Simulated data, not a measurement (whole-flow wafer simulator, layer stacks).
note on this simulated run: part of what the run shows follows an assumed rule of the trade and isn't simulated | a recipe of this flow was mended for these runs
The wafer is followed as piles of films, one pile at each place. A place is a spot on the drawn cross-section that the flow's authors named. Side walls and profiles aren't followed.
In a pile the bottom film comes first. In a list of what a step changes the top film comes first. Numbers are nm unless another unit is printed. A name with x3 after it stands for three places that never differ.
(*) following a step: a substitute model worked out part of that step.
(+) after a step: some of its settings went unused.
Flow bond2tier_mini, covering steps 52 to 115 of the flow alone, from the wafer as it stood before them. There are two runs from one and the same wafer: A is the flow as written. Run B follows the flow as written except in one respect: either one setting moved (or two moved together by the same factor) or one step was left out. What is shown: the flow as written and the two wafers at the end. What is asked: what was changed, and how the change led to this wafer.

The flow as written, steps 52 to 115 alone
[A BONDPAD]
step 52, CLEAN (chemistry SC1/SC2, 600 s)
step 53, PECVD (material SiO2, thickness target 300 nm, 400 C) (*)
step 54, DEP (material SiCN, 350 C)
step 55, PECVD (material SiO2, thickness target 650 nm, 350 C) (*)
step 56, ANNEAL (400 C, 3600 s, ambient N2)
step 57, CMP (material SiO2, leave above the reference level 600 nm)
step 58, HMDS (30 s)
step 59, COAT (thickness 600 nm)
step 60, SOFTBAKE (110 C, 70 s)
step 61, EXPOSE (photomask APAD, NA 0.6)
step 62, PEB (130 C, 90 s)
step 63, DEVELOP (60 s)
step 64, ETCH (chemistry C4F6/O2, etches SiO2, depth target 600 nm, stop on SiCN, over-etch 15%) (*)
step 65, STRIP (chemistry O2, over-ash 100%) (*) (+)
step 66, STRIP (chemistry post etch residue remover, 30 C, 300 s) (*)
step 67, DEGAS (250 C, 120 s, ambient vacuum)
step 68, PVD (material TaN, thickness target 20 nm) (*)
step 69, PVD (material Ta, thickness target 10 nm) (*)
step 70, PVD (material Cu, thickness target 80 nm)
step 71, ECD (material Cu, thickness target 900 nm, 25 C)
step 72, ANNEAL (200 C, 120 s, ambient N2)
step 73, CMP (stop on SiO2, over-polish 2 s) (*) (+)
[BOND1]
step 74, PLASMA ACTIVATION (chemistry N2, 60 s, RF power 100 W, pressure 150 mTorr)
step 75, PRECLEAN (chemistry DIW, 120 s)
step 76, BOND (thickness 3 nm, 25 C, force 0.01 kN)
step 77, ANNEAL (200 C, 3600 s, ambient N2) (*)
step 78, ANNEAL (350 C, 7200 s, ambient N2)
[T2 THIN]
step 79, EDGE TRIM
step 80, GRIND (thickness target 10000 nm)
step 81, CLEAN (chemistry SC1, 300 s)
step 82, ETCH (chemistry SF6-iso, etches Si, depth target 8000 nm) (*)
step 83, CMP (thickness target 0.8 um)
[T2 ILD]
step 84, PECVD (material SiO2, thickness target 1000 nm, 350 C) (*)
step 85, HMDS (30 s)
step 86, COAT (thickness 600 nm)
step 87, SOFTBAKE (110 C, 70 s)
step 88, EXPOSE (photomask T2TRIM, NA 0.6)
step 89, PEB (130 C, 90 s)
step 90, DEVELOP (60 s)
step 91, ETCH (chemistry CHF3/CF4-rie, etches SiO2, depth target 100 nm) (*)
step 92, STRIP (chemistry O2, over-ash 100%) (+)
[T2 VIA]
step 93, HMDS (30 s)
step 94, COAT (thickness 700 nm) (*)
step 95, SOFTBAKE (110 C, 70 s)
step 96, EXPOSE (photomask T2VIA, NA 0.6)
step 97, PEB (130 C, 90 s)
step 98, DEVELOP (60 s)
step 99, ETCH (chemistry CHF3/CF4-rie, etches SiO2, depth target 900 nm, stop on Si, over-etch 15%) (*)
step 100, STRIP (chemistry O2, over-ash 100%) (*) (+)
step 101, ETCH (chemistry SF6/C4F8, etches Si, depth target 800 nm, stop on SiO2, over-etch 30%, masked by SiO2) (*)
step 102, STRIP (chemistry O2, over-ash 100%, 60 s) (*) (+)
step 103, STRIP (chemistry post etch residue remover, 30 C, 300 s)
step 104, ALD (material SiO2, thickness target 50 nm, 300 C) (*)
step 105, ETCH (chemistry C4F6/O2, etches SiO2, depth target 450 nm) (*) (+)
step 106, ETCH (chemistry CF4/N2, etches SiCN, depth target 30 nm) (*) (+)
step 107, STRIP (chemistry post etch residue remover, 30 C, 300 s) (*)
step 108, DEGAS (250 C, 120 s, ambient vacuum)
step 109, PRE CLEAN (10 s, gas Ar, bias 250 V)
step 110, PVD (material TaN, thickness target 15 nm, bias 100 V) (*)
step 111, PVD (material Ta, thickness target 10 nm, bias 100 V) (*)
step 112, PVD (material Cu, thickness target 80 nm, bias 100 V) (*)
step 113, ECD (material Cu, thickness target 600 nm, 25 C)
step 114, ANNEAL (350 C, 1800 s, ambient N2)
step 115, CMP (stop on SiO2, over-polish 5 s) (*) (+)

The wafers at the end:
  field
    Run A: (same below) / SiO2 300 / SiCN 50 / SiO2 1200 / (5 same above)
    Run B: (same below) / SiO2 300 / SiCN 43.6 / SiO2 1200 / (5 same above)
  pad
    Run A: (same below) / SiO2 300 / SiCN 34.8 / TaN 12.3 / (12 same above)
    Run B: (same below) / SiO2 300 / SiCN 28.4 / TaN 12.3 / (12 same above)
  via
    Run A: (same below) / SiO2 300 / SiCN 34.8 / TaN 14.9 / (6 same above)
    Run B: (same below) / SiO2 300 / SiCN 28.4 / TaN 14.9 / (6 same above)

What caused this: step 54, DEP: 384 C was run, though the flow has 350 C.

The path from the change to this, step by step:
  step 54, DEP (material SiCN, 350 C)
      field, pad, via: A +50 SiCN (new film) | B +43.6 SiCN (new film)
